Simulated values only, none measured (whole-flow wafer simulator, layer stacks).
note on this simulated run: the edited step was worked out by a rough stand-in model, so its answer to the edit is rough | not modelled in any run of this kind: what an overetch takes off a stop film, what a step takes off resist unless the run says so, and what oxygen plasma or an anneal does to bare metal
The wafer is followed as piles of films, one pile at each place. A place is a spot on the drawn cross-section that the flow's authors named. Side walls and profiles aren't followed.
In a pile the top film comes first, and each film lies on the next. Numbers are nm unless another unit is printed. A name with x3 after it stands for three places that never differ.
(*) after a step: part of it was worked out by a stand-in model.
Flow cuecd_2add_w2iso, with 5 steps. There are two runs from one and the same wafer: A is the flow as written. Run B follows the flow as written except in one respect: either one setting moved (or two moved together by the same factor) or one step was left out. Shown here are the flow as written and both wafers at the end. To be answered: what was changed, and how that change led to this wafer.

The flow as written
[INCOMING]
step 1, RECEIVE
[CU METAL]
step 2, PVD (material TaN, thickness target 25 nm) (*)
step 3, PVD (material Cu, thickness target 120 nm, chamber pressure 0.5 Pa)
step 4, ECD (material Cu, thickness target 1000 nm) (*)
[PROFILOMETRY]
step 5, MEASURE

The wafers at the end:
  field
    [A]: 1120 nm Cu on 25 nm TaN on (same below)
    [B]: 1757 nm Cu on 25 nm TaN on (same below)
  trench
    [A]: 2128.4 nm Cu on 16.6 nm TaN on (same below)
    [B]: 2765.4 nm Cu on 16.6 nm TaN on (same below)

What caused this: step 4, ECD: thickness target 1637 nm was run, whereas the flow has thickness target 1000 nm.

How this came from the change, step by step:
  step 4, ECD (material Cu, thickness target 1000 nm) (*)
      field: A Cu gains 1000 | B Cu gains 1637
      trench: A Cu gains 2047.6 | B Cu gains 2684.6
